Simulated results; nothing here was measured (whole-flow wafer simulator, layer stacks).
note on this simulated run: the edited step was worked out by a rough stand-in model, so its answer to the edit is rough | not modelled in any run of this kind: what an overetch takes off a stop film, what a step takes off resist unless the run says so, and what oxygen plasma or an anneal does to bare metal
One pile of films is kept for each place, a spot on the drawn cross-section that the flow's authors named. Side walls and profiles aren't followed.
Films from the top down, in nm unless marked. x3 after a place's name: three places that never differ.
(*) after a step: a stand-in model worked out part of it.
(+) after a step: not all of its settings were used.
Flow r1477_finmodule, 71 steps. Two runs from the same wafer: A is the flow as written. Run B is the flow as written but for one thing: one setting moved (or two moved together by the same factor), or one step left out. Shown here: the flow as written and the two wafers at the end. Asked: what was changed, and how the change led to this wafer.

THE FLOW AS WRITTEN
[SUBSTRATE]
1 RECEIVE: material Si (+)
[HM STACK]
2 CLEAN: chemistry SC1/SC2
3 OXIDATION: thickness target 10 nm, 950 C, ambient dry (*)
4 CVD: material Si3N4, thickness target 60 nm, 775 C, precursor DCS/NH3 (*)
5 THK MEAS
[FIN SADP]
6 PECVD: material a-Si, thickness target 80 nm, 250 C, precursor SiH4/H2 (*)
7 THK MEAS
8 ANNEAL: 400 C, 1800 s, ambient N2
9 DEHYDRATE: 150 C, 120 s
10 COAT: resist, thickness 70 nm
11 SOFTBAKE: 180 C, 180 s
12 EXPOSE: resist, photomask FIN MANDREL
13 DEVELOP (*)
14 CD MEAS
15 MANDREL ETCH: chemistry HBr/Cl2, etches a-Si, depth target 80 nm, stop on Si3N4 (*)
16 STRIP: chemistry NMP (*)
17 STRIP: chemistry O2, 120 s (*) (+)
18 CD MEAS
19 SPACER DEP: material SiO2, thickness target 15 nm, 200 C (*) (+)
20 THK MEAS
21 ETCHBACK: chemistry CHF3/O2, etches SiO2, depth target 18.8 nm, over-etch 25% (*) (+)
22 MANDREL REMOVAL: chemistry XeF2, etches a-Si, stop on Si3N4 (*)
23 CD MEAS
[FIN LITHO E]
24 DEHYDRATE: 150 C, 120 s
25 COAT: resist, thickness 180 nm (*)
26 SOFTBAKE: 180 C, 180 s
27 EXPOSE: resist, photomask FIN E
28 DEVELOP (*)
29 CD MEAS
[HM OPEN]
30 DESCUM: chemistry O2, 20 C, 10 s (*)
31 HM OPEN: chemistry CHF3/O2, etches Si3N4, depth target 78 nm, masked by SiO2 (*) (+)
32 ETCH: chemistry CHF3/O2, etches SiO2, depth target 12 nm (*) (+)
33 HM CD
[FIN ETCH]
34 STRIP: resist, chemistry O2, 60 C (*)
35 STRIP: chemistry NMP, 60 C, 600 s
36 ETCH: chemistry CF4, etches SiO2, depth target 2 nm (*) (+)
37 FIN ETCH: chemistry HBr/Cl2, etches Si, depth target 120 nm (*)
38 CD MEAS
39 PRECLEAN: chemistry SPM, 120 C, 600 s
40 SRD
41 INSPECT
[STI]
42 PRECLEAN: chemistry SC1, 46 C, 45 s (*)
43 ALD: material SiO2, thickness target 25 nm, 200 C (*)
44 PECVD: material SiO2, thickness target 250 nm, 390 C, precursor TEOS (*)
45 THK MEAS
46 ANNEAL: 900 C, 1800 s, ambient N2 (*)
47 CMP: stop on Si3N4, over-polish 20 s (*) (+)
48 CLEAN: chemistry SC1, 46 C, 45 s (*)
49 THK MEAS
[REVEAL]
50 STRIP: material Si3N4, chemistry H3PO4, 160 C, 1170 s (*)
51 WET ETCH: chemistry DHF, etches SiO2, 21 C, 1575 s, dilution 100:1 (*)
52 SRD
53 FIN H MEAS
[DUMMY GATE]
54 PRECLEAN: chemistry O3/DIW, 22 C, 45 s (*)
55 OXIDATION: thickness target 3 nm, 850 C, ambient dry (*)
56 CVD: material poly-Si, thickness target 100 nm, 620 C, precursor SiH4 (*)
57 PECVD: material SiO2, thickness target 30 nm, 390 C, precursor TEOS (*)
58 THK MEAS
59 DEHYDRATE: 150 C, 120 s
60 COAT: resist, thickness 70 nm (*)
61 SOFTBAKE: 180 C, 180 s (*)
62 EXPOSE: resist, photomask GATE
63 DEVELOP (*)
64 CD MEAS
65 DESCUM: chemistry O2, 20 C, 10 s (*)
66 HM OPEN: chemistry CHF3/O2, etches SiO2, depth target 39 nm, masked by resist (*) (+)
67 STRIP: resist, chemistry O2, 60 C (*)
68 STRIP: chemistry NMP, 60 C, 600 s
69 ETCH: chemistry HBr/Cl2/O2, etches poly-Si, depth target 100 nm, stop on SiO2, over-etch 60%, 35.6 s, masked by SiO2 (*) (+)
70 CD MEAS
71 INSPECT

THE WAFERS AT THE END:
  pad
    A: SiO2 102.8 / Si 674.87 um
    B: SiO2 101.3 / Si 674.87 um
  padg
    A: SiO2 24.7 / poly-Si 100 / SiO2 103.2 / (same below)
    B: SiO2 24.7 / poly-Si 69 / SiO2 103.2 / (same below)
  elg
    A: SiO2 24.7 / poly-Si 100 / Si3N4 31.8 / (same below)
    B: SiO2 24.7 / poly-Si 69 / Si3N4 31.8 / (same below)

The cause: step 56, CVD: thickness target 69 nm was run, where the flow has thickness target 100 nm.
It can be read off the wafer: padg has poly-Si 69, and step 56 as written asks for 100 nm.

How the change led to this, step by step:
  56 CVD: material poly-Si, thickness target 100 nm, 620 C, precursor SiH4 (*)
      pad, padg, elg and 26 more: A poly-Si +100 (new film) | B poly-Si +69 (new film)
      s40cg, s40co: A poly-Si +113.9 (new film) | B poly-Si +82 (new film)
      (and at 5 more places)
  67 STRIP: resist, chemistry O2, 60 C (*)
      s40cg: A resist -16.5 (all of it) | B resist -17.3 (all of it)
      s45cg: A resist -16.9 (all of it) | B resist -17.9 (all of it)
      (and at 1 more place)
  69 ETCH: chemistry HBr/Cl2/O2, etches poly-Si, depth target 100 nm, stop on SiO2, over-etch 60%, 35.6 s, masked by SiO2 (*) (+)
      pad, eso, e40so and 8 more: A chemical SiO2 -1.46 (all of it), poly-Si -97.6 (all of it), SiO2 -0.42 | B chemical SiO2 -1.46 (all of it), poly-Si -66.6 (all of it), SiO2 -1.97
      elo, e40lo, e100lo, e200lo: A chemical SiO2 -1.46 (all of it), poly-Si -97.6 (all of it), Si3N4 -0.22 | B chemical SiO2 -1.46 (all of it), poly-Si -66.6 (all of it), Si3N4 -3.04
      (and at 3 more places)
